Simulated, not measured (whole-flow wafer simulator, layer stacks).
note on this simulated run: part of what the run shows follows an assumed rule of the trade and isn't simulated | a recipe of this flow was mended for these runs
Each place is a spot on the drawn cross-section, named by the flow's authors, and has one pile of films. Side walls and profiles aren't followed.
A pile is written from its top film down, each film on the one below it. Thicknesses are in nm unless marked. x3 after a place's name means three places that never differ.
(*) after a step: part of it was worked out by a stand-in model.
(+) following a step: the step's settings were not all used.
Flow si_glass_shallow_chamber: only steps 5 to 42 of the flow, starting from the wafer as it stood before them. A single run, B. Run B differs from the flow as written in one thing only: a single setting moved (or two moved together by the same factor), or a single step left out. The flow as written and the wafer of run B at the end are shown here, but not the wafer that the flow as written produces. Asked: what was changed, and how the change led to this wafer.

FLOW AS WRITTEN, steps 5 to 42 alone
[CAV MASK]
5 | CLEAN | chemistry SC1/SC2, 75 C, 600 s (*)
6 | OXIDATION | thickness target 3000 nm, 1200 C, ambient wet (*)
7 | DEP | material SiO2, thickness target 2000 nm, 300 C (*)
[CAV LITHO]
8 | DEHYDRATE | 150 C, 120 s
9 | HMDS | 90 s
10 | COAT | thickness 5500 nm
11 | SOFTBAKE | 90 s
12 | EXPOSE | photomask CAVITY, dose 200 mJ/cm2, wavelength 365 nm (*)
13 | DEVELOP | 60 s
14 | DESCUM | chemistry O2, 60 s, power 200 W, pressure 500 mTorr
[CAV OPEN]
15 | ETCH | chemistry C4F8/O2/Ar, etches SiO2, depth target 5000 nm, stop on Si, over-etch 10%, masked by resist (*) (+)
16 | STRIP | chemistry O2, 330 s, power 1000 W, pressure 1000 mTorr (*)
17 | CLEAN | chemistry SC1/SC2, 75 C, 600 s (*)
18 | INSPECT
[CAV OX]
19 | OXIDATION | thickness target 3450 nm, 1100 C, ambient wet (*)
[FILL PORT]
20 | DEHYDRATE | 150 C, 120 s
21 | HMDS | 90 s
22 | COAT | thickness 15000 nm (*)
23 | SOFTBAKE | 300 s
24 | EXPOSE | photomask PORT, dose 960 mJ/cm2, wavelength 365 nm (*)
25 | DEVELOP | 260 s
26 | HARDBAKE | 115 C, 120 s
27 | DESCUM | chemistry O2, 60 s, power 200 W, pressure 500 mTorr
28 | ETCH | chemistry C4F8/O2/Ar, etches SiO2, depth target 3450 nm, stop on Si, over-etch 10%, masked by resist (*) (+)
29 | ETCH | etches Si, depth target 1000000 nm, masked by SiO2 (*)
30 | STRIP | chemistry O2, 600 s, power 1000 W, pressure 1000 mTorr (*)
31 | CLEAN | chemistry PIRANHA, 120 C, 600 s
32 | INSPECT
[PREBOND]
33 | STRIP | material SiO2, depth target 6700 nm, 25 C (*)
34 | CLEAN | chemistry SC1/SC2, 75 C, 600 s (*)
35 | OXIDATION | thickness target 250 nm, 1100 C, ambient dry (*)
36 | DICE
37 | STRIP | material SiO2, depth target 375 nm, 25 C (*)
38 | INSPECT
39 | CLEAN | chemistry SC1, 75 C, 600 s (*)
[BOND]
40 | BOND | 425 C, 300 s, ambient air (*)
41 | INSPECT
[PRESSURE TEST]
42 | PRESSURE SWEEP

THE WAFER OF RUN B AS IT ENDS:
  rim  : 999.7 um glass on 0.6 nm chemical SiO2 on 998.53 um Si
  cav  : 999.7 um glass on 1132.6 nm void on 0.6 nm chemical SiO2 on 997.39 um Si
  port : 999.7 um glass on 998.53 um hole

What caused this: step 6, OXIDATION: thickness target 1650 nm was run, while the flow as written has thickness target 3000 nm.

Step by step, how the change led to this:
  6 | OXIDATION | thickness target 3000 nm, 1200 C, ambient wet (*)
      rim, ramp, cav, port, septum, ring: SiO2 gains 1650 (new film), chemical SiO2 loses 0.6 (all of it), Si loses 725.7 (in the flow as written it would be: SiO2 gains 3000 (new film), chemical SiO2 loses 0.6 (all of it), Si loses 1319.7)
  15 | ETCH | chemistry C4F8/O2/Ar, etches SiO2, depth target 5000 nm, stop on Si, over-etch 10%, masked by resist (*) (+)
      rim, ramp, septum, ring: thick-i-line-resist loses 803 (in the flow as written it would be: thick-i-line-resist loses 1100)
      cav, port: SiO2 loses 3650 (all of it), Si loses 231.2 (in the flow as written it would be: SiO2 loses 5000 (all of it), Si loses 62.5)
  16 | STRIP | chemistry O2, 330 s, power 1000 W, pressure 1000 mTorr (*)
      rim, ramp, septum, ring: thick-i-line-resist loses 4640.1 (all of it) (in the flow as written it would be: thick-i-line-resist loses 4343.1 (all of it))
  19 | OXIDATION | thickness target 3450 nm, 1100 C, ambient wet (*)
      rim, ramp, septum, ring: SiO2 gains 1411, Si loses 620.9 (in the flow as written it would be: SiO2 gains 1110.9, Si loses 488.8)
  22 | COAT | thickness 15000 nm (*)
      rim: thick-i-line-resist gains 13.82 um (new film) (in the flow as written it would be: thick-i-line-resist gains 13.4 um (new film))
      ramp: thick-i-line-resist gains 13.45 um (new film) (in the flow as written it would be: thick-i-line-resist gains 12.89 um (new film))
      (also at 4 further places)
  23 | SOFTBAKE | 300 s
      rim: thick-i-line-resist loses 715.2 (in the flow as written it would be: thick-i-line-resist loses 997)
      ramp: thick-i-line-resist loses 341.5 (in the flow as written it would be: thick-i-line-resist loses 487.1)
      (also at 4 further places)
  25 | DEVELOP | 260 s
      port: thick-i-line-resist loses 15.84 um (all of it) (in the flow as written it would be: thick-i-line-resist loses 16.16 um (all of it))
  26 | HARDBAKE | 115 C, 120 s
      rim, ramp: thick-i-line-resist loses 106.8 (in the flow as written it would be: thick-i-line-resist loses 98.2)
      cav: thick-i-line-resist loses 142.7 (in the flow as written it would be: thick-i-line-resist loses 147.1)
  29 | ETCH | etches Si, depth target 1000000 nm, masked by SiO2 (*)
      rim, ramp: thick-i-line-resist loses 12.17 um (all of it), SiO2 loses 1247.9 (in the flow as written it would be: thick-i-line-resist loses 11.47 um (all of it), SiO2 loses 1617.3)
      port: hole gains 997.47 um (new film), Si loses 997.47 um (all of it) (in the flow as written it would be: hole gains 997.05 um (new film), Si loses 997.05 um (all of it))
      (also at 2 further places)
  30 | STRIP | chemistry O2, 600 s, power 1000 W, pressure 1000 mTorr (*)
      cav: thick-i-line-resist loses 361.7 (all of it) (in the flow as written it would be: thick-i-line-resist loses 669.6 (all of it))
  33 | STRIP | material SiO2, depth target 6700 nm, 25 C (*)
      rim: SiO2 loses 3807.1 (all of it) (in the flow as written it would be: SiO2 loses 4487.5 (all of it))
      ramp: SiO2 loses 3807 (all of it) (in the flow as written it would be: SiO2 loses 4487.5 (all of it))
      (also at 2 further places)
  40 | BOND | 425 C, 300 s, ambient air (*)
      cav: glass gains 999.7 um (new film), void gains 1132.6 (new film) (in the flow as written it would be: glass gains 999.7 um (new film), void gains 1095.9 (new film))
      port: glass gains 999.7 um (new film), hole gains 1053.9 (in the flow as written it would be: glass gains 999.7 um (new film), hole gains 1017.3)
